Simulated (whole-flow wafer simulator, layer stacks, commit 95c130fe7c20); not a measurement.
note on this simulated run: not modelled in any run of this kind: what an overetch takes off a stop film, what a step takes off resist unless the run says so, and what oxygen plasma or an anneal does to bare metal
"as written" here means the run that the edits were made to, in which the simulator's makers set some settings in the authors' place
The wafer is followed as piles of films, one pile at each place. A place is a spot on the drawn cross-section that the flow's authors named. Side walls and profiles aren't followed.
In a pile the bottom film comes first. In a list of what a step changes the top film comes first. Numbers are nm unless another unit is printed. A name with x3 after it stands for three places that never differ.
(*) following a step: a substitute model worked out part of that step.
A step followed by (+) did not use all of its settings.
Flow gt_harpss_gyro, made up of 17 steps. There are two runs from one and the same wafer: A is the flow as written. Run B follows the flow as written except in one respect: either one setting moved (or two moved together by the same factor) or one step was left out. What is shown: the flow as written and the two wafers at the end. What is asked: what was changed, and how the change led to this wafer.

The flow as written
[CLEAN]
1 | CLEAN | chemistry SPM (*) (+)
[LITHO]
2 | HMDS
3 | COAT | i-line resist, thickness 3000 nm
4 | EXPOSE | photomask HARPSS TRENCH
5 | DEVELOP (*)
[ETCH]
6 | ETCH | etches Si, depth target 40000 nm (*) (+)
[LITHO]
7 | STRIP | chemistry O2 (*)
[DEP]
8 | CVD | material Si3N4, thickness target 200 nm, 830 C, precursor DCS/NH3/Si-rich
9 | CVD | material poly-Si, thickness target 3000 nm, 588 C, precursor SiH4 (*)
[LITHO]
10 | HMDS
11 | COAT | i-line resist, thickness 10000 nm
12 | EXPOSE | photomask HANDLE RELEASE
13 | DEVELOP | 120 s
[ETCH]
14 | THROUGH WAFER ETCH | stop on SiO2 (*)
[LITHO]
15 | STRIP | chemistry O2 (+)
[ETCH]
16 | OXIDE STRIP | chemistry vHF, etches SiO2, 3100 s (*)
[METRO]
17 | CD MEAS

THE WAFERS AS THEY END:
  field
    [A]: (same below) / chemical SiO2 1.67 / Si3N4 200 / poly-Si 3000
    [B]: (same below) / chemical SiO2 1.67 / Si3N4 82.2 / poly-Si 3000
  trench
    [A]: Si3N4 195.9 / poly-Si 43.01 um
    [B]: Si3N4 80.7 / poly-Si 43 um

Cause: step 8, CVD: thickness target 82.2 nm was run, while the flow as written has thickness target 200 nm.
The wafer lets one read it off: field has Si3N4 82.2, and step 8 as written asks for 200 nm.

The path from the change to this, step by step:
  8 | CVD | material Si3N4, thickness target 200 nm, 830 C, precursor DCS/NH3/Si-rich
      field: A +200 Si3N4 (new film) | B +82.2 Si3N4 (new film)
      trench: A +195.9 Si3N4 (new film) | B +80.7 Si3N4 (new film)
  9 | CVD | material poly-Si, thickness target 3000 nm, 588 C, precursor SiH4 (*)
      trench: A +43.01 um poly-Si (new film) | B +43 um poly-Si (new film)
